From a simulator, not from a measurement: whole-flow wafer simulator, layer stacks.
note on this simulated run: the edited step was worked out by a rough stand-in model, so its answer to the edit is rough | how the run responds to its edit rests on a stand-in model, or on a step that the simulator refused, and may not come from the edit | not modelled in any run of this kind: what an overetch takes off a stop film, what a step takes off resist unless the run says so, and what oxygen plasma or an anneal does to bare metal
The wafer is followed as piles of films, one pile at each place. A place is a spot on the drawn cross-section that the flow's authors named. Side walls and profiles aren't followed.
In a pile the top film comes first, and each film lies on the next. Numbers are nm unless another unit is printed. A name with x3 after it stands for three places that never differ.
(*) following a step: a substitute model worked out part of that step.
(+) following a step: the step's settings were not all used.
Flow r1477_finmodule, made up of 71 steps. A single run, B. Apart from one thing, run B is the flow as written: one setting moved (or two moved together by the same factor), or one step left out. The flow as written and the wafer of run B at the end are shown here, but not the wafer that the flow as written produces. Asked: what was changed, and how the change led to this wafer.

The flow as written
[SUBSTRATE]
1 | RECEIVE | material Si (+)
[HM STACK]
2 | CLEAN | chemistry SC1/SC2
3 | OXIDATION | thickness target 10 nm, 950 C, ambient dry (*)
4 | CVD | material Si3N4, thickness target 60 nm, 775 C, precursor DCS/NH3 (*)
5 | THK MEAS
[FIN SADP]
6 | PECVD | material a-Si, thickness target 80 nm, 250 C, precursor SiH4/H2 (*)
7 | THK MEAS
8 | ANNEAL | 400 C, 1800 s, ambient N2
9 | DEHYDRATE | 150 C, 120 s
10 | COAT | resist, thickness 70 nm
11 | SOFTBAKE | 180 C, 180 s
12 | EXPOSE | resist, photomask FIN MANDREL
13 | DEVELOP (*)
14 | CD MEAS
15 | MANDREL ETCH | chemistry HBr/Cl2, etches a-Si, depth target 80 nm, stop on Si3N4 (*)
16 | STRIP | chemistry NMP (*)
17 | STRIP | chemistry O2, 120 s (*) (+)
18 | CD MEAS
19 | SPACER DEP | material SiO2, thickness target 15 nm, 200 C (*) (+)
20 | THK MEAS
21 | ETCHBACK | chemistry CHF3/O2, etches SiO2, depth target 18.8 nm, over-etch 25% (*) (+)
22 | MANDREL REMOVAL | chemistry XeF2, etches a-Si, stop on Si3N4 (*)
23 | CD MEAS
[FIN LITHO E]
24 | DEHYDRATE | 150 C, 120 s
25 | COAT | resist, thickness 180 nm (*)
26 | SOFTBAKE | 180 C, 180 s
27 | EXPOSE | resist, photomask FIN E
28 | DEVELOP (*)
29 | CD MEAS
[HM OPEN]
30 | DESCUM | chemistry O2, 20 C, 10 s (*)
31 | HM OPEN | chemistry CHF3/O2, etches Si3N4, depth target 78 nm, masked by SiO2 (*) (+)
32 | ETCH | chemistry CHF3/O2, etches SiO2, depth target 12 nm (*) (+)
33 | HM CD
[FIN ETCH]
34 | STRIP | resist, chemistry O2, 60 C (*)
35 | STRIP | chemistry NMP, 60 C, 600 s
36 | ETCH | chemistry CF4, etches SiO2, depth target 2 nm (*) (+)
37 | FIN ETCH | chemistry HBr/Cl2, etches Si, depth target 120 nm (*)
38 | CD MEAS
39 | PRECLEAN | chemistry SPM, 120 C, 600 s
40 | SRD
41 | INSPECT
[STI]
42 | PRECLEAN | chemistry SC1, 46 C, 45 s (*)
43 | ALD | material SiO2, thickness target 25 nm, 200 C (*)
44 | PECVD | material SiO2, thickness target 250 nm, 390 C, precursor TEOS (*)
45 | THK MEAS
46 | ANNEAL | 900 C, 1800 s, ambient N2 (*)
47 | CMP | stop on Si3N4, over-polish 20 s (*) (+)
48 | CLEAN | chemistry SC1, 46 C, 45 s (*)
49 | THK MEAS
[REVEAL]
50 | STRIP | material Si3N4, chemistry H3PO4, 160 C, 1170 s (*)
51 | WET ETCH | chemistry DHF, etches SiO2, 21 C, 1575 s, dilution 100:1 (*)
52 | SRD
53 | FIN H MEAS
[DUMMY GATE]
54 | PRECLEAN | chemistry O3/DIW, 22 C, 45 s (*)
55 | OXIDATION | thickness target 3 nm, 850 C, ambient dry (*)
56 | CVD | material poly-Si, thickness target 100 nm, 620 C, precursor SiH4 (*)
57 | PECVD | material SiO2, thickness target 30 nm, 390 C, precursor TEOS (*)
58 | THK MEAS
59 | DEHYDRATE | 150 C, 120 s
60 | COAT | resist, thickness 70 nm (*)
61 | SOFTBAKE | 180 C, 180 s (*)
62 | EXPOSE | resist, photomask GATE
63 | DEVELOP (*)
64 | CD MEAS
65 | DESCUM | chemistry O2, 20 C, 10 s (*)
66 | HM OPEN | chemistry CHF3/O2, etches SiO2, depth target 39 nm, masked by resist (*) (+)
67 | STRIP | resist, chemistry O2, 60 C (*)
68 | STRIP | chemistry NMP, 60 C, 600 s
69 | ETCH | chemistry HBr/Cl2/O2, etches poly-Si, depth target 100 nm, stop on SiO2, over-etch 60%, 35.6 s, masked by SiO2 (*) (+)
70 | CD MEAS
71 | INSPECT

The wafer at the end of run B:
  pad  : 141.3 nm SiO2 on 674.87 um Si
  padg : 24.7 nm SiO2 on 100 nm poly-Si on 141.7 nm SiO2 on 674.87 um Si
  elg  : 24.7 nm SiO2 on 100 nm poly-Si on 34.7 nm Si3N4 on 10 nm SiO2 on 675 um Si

The reason: step 51, WET ETCH: 866 s was run, while the flow as written has 1575 s.

How this came from the change, step by step:
  51 | WET ETCH | chemistry DHF, etches SiO2, 21 C, 1575 s, dilution 100:1 (*)
      pad, padg, e40sg and 12 more: SiO2 loses 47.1 (as written it would have been: SiO2 loses 85.7)
      elg, e40lg, e100lg, e200lg, elo, e40lo, e100lo, e200lo: SiO2 loses 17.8 (all of it), Si3N4 loses 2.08 (as written it would have been: SiO2 loses 17.8 (all of it), Si3N4 loses 4.97)
      (and at 7 other places as well)
  56 | CVD | material poly-Si, thickness target 100 nm, 620 C, precursor SiH4 (*)
      s40sg_line, s45sg_line, s50sg_line, s40so_line, s45so_line, s50so_line: poly-Si gains 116 (new film) (as written it would have been: poly-Si gains 100 (new film))
      s40cg, s40co: poly-Si gains 100 (new film) (as written it would have been: poly-Si gains 113.9 (new film))
      (and at 5 other places as well)
  60 | COAT | resist, thickness 70 nm (*)
      e40lg, e100lg, e200lg, elo, e40lo, e100lo, e200lo: resist gains 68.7 (new film) (as written it would have been: resist gains 66.9 (new film))
      e40sg, eso, e40so: resist gains 95.6 (new film) (as written it would have been: resist gains 129.5 (new film))
      (and at 22 other places as well)
  63 | DEVELOP (*)
      elo, e40lo, e100lo, e200lo: resist loses 68.7 (all of it) (as written it would have been: resist loses 66.9 (all of it))
      eso, e40so: resist loses 95.6 (all of it) (as written it would have been: resist loses 129.5 (all of it))
      (and at 11 other places as well)
  67 | STRIP | resist, chemistry O2, 60 C (*)
      e40lg, e100lg: resist loses 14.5 (all of it) (as written it would have been: resist loses 12.8 (all of it))
      e40sg: resist loses 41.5 (all of it) (as written it would have been: resist loses 75.4 (all of it))
      (and at 12 other places as well)
  69 | ETCH | chemistry HBr/Cl2/O2, etches poly-Si, depth target 100 nm, stop on SiO2, over-etch 60%, 35.6 s, masked by SiO2 (*) (+)
      s40so_line, s45so_line, s50so_line: chemical SiO2 loses 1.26 (all of it), poly-Si loses 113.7 (all of it), SiO2 loses 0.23 (as written it would have been: chemical SiO2 loses 1.46 (all of it), poly-Si loses 97.6 (all of it), SiO2 loses 0.42)
      s40co: chemical SiO2 loses 1.26 (all of it), poly-Si loses 97.6 (all of it), SiO2 loses 0.42 (as written it would have been: chemical SiO2 loses 1.46 (all of it), poly-Si loses 111.5 (all of it), SiO2 loses 0.24)
      (and at 2 other places as well)
